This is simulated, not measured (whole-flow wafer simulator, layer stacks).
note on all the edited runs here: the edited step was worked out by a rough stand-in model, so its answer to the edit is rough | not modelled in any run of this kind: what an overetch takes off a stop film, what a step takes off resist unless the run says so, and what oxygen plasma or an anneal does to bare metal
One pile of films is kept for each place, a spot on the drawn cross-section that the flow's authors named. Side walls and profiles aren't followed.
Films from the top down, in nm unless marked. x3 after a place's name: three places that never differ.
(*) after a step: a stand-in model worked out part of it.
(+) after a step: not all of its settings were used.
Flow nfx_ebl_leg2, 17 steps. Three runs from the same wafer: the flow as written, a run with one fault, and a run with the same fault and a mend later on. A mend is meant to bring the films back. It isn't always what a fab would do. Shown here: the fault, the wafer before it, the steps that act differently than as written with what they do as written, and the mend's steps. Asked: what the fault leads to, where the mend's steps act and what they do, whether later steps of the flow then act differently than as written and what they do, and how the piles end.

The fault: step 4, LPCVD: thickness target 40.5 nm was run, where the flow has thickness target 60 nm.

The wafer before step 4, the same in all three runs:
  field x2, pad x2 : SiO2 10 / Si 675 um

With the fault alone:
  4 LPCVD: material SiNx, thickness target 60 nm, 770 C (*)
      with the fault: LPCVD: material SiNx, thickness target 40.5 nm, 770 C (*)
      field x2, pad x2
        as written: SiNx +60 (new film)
        with the fault: SiNx +40.5 (new film)
  Later steps of the flow that act differently than as written:
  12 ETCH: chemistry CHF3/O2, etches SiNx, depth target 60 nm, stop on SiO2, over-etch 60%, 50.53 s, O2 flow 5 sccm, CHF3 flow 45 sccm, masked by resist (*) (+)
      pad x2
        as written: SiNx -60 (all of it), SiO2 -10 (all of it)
        with the fault: SiNx -40.5 (all of it), SiO2 -10 (all of it)
  At the end the piles differ from the flow's by more than 2% or 0.5 nm, whichever is larger, at field x2.
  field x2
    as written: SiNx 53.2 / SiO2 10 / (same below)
    with the fault: SiNx 33.7 / SiO2 10 / (same below)

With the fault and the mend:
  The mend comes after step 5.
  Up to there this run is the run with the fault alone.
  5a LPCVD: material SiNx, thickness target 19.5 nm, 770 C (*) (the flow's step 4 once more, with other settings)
      field x2, pad x2
        SiNx +19.5
  No later step of the flow acts differently than as written at any place that is followed.
  At the end the piles are the same as the flow's at every place that both follow.
